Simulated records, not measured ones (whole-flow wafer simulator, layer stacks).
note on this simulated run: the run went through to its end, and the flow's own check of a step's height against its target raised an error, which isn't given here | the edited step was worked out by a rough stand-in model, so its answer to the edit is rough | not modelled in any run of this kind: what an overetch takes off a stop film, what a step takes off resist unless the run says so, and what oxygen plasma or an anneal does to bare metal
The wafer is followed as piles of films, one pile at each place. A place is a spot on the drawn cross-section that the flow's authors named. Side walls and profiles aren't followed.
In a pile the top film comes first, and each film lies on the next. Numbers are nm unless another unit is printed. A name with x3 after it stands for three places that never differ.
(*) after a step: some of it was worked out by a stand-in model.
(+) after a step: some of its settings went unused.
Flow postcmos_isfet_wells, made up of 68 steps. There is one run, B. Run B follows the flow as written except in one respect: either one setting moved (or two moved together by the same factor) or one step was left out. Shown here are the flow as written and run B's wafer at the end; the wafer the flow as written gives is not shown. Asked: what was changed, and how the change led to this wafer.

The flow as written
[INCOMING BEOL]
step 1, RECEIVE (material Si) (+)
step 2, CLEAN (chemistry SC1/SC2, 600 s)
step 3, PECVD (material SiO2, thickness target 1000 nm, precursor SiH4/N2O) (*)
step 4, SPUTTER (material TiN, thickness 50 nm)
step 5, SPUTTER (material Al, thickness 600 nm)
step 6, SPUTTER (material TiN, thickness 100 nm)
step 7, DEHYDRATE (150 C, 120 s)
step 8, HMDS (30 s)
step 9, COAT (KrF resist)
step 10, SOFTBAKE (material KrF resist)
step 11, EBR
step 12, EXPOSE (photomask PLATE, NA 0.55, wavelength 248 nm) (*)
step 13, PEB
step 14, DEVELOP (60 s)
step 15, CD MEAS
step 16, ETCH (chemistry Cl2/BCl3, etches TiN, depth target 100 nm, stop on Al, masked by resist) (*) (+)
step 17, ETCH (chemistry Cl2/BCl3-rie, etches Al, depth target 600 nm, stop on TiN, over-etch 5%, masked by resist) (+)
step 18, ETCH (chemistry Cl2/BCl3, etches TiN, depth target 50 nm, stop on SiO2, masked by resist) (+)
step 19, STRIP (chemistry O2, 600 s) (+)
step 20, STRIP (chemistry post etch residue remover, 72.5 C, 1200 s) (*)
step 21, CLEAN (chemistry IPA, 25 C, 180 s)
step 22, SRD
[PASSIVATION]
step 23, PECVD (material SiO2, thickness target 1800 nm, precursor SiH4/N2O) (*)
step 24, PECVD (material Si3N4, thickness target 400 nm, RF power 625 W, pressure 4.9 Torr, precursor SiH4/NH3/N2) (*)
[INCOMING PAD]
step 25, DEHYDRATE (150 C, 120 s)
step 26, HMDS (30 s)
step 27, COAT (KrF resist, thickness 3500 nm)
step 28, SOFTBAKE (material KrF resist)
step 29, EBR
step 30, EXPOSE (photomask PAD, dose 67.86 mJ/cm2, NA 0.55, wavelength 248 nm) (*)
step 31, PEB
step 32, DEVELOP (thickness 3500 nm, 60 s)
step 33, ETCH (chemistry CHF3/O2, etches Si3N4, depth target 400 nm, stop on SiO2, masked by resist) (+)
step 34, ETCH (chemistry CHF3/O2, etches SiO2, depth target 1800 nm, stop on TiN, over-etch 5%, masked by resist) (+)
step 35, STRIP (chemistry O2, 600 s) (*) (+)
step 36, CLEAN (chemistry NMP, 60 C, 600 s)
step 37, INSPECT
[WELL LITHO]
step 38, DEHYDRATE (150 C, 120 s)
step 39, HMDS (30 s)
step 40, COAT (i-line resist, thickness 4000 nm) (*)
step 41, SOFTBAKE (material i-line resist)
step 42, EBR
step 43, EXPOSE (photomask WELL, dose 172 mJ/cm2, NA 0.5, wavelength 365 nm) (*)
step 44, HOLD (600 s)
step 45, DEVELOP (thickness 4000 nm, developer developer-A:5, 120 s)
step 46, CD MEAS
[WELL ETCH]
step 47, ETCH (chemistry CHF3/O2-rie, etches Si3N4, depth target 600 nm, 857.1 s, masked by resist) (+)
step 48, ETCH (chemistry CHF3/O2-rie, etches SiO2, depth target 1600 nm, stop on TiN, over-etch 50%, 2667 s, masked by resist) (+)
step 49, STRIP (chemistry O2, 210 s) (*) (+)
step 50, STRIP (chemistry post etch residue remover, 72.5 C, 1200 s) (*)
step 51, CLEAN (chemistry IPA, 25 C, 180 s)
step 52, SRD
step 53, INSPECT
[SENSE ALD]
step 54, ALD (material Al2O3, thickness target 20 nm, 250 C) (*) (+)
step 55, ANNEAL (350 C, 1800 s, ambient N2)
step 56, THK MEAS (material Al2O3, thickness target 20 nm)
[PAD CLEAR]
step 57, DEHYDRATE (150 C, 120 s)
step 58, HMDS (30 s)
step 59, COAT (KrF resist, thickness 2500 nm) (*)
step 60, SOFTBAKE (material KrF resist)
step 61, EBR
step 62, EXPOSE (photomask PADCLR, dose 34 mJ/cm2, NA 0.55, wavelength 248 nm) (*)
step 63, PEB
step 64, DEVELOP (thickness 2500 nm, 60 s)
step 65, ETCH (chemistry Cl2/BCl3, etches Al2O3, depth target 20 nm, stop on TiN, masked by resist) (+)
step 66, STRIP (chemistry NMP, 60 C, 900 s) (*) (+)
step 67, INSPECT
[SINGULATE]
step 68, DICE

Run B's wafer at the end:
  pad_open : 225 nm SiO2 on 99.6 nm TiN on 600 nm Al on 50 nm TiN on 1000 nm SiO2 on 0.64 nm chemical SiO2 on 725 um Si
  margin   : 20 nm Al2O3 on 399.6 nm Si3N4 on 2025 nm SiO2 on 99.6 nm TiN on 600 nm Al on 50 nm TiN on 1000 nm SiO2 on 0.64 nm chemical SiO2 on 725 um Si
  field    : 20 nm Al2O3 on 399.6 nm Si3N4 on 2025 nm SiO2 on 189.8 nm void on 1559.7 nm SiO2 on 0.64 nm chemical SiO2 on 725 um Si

Cause: step 23, PECVD: thickness target 2025 nm was run, whereas the flow has thickness target 1800 nm.
One can read it off the wafer: margin has SiO2 2025, and step 23 as written asks for 1800 nm.

Step by step, how the change led to this:
  step 23, PECVD (material SiO2, thickness target 1800 nm, precursor SiH4/N2O) (*)
      margin, well900, well1300 x3, pad_rim, pad_clr, pad_open: +2025 SiO2 (new film) (it would be, as written: +1800 SiO2 (new film))
      field: +2025 SiO2 (new film), +189.8 void (new film), +559.7 SiO2 (it would be, as written: +1800 SiO2 (new film), +189.9 void (new film), +559.7 SiO2)
  step 34, ETCH (chemistry CHF3/O2, etches SiO2, depth target 1800 nm, stop on TiN, over-etch 5%, masked by resist) (+)
      pad_open: -1800 SiO2 (it would be, as written: -1800 SiO2 (all of it))
  step 48, ETCH (chemistry CHF3/O2-rie, etches SiO2, depth target 1600 nm, stop on TiN, over-etch 50%, 2667 s, masked by resist) (+)
      well900, well1300 x3: -1825 SiO2 (all of it) (it would be, as written: -1600 SiO2 (all of it))
  step 59, COAT (KrF resist, thickness 2500 nm) (*)
      field: +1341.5 KrF resist (new film) (it would be, as written: +1449 KrF resist (new film))
      margin: +1341.4 KrF resist (new film) (it would be, as written: +1448.9 KrF resist (new film))
  step 63, PEB
      field, margin: -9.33 KrF resist (it would be, as written: -10.1 KrF resist)
  step 66, STRIP (chemistry NMP, 60 C, 900 s) (*) (+)
      field: -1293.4 KrF resist (all of it) (it would be, as written: -1400.1 KrF resist (all of it))
      margin: -1293.3 KrF resist (all of it) (it would be, as written: -1400.1 KrF resist (all of it))
